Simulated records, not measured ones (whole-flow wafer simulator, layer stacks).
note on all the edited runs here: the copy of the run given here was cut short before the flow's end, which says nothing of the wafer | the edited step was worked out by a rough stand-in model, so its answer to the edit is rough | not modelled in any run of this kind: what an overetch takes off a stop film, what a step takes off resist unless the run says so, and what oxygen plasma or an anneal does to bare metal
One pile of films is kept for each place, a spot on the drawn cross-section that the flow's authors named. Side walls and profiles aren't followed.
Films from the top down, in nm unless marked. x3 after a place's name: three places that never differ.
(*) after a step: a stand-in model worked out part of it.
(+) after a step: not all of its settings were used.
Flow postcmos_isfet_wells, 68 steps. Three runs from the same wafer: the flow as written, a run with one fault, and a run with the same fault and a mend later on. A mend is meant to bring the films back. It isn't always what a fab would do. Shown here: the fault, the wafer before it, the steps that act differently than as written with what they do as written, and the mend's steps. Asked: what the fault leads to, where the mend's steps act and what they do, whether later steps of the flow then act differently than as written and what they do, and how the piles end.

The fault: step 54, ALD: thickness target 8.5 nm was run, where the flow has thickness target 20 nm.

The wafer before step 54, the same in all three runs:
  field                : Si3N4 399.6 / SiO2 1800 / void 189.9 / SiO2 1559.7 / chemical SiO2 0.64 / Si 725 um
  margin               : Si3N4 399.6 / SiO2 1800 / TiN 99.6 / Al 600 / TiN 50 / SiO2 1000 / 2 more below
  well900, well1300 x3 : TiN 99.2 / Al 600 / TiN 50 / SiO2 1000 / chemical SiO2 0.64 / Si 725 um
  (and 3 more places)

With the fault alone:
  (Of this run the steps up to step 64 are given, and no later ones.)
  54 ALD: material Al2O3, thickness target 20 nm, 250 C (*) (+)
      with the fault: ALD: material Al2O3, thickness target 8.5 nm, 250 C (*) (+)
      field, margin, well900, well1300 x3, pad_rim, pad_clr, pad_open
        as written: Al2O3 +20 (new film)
        with the fault: Al2O3 +8.5 (new film)
  No later step of the flow up to step 64 acts differently than as written, at any place that is followed, by more than 2% or 0.5 nm, whichever is larger.
  After step 64 the piles differ from the flow's by more than 2% or 0.5 nm, whichever is larger, at field, margin, pad_rim, pad_clr, pad_open.
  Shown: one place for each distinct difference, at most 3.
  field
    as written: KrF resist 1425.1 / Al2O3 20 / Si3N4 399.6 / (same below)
    with the fault: KrF resist 1397.2 / Al2O3 8.5 / Si3N4 399.6 / (same below)
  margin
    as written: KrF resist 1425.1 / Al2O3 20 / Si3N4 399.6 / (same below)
    with the fault: KrF resist 1397.1 / Al2O3 8.5 / Si3N4 399.6 / (same below)
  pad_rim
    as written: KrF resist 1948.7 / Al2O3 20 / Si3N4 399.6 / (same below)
    with the fault: KrF resist 1947.7 / Al2O3 8.5 / Si3N4 399.6 / (same below)

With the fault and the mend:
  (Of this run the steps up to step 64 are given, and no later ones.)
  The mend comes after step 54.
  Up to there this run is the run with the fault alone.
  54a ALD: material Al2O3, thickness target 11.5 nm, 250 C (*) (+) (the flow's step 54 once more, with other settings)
      field, margin, well900, well1300 x3, pad_rim, pad_clr, pad_open
        Al2O3 +11.5
  No later step of the flow up to step 64 acts differently than as written at any place that is followed.
  After step 64 the piles are the same as the flow's at every place that both follow.
